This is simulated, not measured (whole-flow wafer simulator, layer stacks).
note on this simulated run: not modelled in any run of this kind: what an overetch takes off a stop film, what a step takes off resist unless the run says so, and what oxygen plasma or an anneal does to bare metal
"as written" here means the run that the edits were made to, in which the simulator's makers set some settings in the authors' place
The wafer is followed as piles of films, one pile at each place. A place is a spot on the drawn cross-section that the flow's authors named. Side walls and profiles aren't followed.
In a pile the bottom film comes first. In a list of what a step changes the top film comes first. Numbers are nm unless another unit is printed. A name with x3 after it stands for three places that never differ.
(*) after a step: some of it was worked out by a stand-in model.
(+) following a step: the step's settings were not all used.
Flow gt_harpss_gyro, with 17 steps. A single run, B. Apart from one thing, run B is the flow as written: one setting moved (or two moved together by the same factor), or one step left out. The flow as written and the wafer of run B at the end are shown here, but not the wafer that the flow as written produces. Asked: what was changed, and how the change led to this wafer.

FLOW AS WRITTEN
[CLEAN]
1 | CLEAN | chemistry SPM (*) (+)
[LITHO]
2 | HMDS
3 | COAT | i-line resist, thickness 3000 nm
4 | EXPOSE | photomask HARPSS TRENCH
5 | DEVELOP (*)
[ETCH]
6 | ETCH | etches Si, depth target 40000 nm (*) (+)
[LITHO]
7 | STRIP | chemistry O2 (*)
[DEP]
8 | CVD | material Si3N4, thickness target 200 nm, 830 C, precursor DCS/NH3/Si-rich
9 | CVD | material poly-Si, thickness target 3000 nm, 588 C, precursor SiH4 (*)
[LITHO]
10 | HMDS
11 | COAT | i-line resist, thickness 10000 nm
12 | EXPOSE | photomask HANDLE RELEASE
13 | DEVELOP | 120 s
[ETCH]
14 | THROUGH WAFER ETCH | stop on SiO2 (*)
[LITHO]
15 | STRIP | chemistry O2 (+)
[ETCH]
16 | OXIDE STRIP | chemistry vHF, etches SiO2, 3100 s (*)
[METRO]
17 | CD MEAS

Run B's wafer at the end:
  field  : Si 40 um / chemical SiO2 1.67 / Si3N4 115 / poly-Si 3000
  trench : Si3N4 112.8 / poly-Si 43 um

The reason: step 8, CVD: thickness target 115 nm was run, whereas the flow has thickness target 200 nm.
One can read it off the wafer: field has Si3N4 115, and step 8 as written asks for 200 nm.

The path from the change to this, step by step:
  8 | CVD | material Si3N4, thickness target 200 nm, 830 C, precursor DCS/NH3/Si-rich
      field: +115 Si3N4 (new film) (in the flow as written it would be: +200 Si3N4 (new film))
      trench: +112.8 Si3N4 (new film) (in the flow as written it would be: +195.9 Si3N4 (new film))
  9 | CVD | material poly-Si, thickness target 3000 nm, 588 C, precursor SiH4 (*)
      trench: +43 um poly-Si (new film) (in the flow as written it would be: +43.01 um poly-Si (new film))
